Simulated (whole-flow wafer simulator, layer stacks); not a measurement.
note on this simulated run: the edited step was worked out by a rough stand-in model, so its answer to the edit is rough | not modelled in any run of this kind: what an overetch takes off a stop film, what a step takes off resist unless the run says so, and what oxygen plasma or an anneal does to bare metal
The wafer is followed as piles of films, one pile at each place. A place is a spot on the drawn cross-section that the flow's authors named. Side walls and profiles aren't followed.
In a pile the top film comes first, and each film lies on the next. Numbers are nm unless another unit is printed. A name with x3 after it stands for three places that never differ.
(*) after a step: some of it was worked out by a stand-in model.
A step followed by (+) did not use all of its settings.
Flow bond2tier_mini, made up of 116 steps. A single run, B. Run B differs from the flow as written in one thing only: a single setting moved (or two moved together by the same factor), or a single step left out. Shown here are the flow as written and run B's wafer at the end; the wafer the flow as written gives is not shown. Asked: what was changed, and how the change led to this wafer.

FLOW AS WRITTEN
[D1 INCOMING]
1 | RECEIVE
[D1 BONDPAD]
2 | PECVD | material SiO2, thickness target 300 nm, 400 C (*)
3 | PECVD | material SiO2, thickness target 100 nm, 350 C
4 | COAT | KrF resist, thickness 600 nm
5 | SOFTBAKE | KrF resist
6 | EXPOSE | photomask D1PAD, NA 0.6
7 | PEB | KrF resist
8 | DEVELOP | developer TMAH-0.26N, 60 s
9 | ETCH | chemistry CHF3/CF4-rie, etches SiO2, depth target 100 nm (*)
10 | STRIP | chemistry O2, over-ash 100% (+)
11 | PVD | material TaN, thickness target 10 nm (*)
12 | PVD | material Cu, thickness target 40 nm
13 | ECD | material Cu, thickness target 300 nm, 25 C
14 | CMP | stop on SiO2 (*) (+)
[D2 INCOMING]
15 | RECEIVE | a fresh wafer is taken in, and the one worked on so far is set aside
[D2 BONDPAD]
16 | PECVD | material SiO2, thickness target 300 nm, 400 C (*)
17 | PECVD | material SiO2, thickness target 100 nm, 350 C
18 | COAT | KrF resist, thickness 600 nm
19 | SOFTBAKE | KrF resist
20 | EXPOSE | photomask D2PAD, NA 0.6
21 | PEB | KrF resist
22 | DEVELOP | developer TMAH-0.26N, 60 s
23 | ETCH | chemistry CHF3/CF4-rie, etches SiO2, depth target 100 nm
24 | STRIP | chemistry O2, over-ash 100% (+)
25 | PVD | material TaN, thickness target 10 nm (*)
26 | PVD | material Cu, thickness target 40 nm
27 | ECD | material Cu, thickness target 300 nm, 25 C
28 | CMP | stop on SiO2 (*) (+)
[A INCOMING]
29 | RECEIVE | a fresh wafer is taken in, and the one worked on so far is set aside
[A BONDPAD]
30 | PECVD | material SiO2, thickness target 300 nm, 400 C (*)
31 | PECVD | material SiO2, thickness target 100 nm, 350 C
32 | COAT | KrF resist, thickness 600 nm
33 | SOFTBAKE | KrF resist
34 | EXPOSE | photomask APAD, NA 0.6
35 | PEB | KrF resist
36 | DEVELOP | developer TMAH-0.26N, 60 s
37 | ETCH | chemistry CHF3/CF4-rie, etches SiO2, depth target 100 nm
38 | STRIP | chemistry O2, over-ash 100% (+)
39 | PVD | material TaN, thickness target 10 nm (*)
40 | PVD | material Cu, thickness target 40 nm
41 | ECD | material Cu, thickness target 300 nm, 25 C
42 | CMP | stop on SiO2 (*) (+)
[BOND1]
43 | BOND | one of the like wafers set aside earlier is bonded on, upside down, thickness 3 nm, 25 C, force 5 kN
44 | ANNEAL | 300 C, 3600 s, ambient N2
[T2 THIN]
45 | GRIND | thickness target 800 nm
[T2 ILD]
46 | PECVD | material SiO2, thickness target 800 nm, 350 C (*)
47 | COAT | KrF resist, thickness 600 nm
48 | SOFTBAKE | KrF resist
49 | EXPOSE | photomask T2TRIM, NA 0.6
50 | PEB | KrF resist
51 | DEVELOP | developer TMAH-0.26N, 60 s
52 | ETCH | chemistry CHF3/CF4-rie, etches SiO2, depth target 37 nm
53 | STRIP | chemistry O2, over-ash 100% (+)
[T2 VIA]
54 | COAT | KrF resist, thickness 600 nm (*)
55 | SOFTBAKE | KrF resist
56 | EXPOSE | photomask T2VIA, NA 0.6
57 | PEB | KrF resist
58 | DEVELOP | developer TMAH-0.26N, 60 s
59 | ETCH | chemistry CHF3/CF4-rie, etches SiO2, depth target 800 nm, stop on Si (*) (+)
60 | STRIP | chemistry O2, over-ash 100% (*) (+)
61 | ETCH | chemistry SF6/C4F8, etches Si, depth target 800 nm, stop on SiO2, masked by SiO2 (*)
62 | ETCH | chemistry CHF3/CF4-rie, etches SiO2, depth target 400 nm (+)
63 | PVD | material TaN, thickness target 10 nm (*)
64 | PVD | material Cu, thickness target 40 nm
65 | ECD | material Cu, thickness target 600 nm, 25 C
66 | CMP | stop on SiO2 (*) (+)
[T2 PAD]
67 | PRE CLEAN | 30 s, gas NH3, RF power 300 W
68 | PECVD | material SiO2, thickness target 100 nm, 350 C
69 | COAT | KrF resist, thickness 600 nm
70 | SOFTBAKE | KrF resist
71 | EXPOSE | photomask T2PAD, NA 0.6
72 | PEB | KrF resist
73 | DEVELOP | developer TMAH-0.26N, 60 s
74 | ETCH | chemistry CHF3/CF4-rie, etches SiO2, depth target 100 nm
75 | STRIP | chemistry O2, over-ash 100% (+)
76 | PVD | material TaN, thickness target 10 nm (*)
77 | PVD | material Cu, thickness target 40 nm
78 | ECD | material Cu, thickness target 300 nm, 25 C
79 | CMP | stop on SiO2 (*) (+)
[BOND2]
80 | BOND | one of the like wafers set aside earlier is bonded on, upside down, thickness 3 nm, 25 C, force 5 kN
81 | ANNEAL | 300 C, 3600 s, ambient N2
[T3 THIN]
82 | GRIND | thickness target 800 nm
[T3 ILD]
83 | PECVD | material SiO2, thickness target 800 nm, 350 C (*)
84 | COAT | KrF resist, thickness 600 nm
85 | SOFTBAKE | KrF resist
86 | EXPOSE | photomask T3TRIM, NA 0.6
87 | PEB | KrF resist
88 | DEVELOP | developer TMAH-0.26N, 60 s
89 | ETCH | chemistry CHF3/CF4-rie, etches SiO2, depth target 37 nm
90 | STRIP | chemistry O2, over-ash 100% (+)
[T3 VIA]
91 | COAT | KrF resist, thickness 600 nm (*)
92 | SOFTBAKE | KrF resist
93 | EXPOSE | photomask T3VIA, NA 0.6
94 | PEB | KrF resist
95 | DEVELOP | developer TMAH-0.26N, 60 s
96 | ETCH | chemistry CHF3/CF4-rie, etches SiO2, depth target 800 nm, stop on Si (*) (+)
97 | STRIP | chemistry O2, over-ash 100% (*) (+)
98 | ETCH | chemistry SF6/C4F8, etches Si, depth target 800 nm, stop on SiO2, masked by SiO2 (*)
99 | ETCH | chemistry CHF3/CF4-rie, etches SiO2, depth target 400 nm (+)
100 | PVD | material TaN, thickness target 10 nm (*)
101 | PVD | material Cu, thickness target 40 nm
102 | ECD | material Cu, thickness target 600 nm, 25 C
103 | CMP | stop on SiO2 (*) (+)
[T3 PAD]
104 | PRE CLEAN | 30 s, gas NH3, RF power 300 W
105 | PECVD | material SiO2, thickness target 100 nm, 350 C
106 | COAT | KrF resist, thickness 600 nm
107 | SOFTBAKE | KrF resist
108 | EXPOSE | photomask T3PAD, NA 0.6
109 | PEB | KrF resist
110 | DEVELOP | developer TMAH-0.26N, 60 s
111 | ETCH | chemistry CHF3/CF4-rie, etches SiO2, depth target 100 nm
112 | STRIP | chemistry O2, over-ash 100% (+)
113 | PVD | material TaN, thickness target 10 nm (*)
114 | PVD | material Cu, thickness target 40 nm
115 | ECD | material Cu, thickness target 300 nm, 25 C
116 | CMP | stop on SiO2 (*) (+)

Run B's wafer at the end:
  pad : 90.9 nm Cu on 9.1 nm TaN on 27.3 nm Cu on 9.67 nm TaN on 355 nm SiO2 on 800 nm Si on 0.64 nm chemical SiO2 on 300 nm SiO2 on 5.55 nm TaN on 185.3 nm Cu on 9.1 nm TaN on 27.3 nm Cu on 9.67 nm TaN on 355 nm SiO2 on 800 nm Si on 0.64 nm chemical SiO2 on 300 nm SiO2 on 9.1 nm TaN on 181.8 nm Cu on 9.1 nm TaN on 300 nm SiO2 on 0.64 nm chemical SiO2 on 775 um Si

Cause: step 25, PVD: thickness target 6.1 nm was run, while the flow as written has thickness target 10 nm.

Step by step, how the change led to this:
  25 | PVD | material TaN, thickness target 10 nm (*)
      field: +6.1 TaN (new film) (in the flow as written it would be: +10 TaN (new film))
      pad: +5.55 TaN (new film) (in the flow as written it would be: +9.1 TaN (new film))
      (and at 1 other place as well)
  28 | CMP | stop on SiO2 (*) (+)
      field: -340 Cu (all of it), -6.1 TaN (all of it) (in the flow as written it would be: -340 Cu (all of it), -10 TaN (all of it))
  80 | BOND | one of the like wafers set aside earlier is bonded on, upside down, thickness 3 nm, 25 C, force 5 kN
      pad: +775 um Si (new film), +0.64 chemical SiO2 (new film), +300 SiO2 (new film), +5.55 TaN (new film), +94.4 Cu (in the flow as written it would be: +775 um Si (new film), +0.64 chemical SiO2 (new film), +300 SiO2 (new film), +9.1 TaN (new film), +90.9 Cu)
